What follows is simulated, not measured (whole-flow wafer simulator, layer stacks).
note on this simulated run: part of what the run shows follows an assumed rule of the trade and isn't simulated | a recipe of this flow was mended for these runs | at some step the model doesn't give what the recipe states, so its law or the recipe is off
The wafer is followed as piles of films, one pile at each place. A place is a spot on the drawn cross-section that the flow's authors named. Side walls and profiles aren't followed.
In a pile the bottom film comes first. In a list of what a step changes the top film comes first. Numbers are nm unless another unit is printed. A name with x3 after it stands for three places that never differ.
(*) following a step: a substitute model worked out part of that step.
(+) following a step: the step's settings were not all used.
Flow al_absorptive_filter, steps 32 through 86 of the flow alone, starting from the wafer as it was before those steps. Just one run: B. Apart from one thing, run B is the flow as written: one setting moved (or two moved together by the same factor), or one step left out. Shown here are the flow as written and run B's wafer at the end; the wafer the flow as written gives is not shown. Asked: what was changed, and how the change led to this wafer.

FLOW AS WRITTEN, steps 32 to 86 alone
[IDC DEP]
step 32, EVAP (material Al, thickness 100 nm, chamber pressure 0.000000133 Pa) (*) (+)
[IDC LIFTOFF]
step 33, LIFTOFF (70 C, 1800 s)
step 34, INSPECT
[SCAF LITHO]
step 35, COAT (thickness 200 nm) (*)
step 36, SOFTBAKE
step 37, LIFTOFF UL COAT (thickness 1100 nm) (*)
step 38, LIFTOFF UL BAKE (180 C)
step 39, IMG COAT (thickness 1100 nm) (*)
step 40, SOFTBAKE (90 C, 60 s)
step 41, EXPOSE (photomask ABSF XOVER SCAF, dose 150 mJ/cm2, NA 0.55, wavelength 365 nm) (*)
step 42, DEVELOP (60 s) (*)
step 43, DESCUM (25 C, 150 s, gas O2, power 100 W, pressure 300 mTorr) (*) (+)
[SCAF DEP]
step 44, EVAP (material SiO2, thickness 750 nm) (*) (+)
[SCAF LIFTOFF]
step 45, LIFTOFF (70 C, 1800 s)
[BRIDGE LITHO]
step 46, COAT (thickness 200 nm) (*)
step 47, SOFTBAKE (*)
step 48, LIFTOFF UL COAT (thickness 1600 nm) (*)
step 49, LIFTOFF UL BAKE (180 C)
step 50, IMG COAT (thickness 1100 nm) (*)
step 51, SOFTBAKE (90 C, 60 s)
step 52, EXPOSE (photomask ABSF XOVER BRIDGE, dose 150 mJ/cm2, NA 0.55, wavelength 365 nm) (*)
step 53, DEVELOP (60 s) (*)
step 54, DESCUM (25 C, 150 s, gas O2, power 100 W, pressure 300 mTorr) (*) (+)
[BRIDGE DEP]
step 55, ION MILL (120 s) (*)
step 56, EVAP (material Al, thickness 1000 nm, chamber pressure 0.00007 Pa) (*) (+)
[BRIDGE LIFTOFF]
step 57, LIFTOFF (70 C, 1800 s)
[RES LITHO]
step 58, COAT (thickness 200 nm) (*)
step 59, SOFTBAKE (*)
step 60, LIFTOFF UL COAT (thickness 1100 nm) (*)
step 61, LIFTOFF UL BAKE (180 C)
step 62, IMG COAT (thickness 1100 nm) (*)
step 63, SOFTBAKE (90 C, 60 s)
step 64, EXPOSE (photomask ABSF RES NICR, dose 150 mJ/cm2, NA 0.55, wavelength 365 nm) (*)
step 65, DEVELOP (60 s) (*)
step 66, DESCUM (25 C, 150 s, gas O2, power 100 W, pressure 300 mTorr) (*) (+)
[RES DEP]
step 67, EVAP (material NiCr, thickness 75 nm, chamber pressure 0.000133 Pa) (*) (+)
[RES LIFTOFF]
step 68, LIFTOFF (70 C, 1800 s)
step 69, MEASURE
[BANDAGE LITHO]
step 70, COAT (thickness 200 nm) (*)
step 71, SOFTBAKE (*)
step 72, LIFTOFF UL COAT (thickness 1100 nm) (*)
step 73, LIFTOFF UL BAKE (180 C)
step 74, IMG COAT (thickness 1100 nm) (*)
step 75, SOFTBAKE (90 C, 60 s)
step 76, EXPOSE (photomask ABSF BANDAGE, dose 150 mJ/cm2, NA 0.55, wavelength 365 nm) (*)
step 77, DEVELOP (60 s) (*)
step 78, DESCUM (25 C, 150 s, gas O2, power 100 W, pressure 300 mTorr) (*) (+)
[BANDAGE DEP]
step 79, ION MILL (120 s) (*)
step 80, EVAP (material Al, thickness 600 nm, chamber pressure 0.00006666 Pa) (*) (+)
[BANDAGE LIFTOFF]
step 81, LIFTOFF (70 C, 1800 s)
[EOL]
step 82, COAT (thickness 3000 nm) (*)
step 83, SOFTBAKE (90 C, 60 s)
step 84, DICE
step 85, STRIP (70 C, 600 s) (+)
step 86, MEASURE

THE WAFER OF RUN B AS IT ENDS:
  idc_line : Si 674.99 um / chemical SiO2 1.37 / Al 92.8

The reason: step 32, EVAP: thickness 92.8 nm was run, though the flow has thickness 100 nm.
The wafer lets one read it off: idc_line has Al 92.8, and step 32 as written asks for 100 nm.

How this came from the change, step by step:
  step 32, EVAP (material Al, thickness 100 nm, chamber pressure 0.000000133 Pa) (*) (+)
      gnd, pad_far, pad_near and 11 more: +92.8 Al (new film) (in the flow as written it would be: +100 Al (new film))
  step 33, LIFTOFF (70 C, 1800 s)
      gnd, xa_field, xa_margin, xa_strip, xl_land, idc_field, idc_space: -92.8 Al (all of it), -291 e-beam-resist (all of it) (in the flow as written it would be: -100 Al (all of it), -291 e-beam-resist (all of it))
      pad_far: -92.8 Al (all of it), -287 e-beam-resist (all of it) (in the flow as written it would be: -100 Al (all of it), -287 e-beam-resist (all of it))
      (and at 5 other places as well)
  step 35, COAT (thickness 200 nm) (*)
      idc_line: +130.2 acrylic-e-beam-resist (new film) (in the flow as written it would be: +125.3 acrylic-e-beam-resist (new film))
  step 45, LIFTOFF (70 C, 1800 s)
      idc_line: -750 SiO2 (all of it), -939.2 i-line-resist (all of it), -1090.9 lift-off-underlayer (all of it), -130.2 acrylic-e-beam-resist (all of it) (in the flow as written it would be: -750 SiO2 (all of it), -939.2 i-line-resist (all of it), -1090 lift-off-underlayer (all of it), -125.3 acrylic-e-beam-resist (all of it))
  step 46, COAT (thickness 200 nm) (*)
      idc_line: +134.3 acrylic-e-beam-resist (new film) (in the flow as written it would be: +129.8 acrylic-e-beam-resist (new film))
  step 57, LIFTOFF (70 C, 1800 s)
      idc_line: -1000 Al (all of it), -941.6 i-line-resist (all of it), -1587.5 lift-off-underlayer (all of it), -134.3 acrylic-e-beam-resist (all of it) (in the flow as written it would be: -1000 Al (all of it), -941.5 i-line-resist (all of it), -1586.1 lift-off-underlayer (all of it), -129.8 acrylic-e-beam-resist (all of it))
  step 58, COAT (thickness 200 nm) (*)
      idc_line: +134.3 acrylic-e-beam-resist (new film) (in the flow as written it would be: +129.8 acrylic-e-beam-resist (new film))
  step 68, LIFTOFF (70 C, 1800 s)
      idc_line: -75 NiCr (all of it), -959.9 i-line-resist (all of it), -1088 lift-off-underlayer (all of it), -134.3 acrylic-e-beam-resist (all of it) (in the flow as written it would be: -75 NiCr (all of it), -959.8 i-line-resist (all of it), -1086.6 lift-off-underlayer (all of it), -129.8 acrylic-e-beam-resist (all of it))
  step 70, COAT (thickness 200 nm) (*)
      idc_line: +134.3 acrylic-e-beam-resist (new film) (in the flow as written it would be: +129.8 acrylic-e-beam-resist (new film))
  step 81, LIFTOFF (70 C, 1800 s)
      idc_line: -600 Al (all of it), -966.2 i-line-resist (all of it), -1088 lift-off-underlayer (all of it), -134.3 acrylic-e-beam-resist (all of it) (in the flow as written it would be: -600 Al (all of it), -966.1 i-line-resist (all of it), -1086.6 lift-off-underlayer (all of it), -129.8 acrylic-e-beam-resist (all of it))
